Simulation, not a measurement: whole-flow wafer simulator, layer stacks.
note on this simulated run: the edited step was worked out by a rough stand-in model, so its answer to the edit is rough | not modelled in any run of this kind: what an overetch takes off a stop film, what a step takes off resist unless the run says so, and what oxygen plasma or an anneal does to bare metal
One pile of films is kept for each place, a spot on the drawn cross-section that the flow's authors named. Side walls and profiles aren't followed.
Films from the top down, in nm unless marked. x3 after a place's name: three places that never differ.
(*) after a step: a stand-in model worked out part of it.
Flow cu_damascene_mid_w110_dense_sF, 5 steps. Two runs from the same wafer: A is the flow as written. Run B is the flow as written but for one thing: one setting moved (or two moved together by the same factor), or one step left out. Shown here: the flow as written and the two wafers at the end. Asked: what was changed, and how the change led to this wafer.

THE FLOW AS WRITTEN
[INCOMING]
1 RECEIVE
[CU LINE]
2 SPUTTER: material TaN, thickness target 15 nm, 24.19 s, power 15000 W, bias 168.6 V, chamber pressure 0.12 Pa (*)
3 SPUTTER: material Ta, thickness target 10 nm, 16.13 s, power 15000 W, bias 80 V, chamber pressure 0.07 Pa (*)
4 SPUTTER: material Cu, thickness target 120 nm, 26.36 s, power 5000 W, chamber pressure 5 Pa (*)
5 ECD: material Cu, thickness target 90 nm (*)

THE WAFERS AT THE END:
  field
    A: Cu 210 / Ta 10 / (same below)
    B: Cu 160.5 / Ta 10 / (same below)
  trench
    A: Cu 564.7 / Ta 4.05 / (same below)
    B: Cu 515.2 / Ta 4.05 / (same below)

The cause: step 5, ECD: thickness target 40.5 nm was run, where the flow has thickness target 90 nm.

How the change led to this, step by step:
  5 ECD: material Cu, thickness target 90 nm (*)
      field: A Cu +90 | B Cu +40.5
      trench: A Cu +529 | B Cu +479.5
